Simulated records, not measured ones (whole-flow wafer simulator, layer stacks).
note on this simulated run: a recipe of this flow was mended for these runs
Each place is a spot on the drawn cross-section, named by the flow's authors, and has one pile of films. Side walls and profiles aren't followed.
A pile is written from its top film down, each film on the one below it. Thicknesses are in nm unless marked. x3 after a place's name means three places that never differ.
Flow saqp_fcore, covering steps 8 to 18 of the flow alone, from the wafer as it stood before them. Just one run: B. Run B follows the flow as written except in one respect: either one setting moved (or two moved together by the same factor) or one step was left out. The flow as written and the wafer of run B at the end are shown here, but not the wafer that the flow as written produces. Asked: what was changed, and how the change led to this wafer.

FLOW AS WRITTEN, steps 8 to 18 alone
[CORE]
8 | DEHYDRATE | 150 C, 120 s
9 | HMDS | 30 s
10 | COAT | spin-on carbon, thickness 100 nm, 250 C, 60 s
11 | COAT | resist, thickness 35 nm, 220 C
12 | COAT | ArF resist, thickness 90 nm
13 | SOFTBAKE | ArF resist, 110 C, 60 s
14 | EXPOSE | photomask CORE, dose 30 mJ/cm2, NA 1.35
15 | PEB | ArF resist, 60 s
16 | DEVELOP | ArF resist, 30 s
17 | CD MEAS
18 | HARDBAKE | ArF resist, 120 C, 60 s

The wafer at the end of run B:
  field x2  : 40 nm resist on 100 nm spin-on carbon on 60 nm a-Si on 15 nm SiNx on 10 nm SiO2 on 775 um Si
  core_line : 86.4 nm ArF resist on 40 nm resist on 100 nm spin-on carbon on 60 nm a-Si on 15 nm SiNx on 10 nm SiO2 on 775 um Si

What caused this: step 11, COAT: thickness 40 nm was run, whereas the flow has thickness 35 nm.
The wafer itself shows it: field x2 has resist 40, and step 11 as written asks for 35 nm.

Step by step, how the change led to this:
  11 | COAT | resist, thickness 35 nm, 220 C
      field x2, core_line: resist gains 40 (new film) (in the flow as written it would be: resist gains 35 (new film))
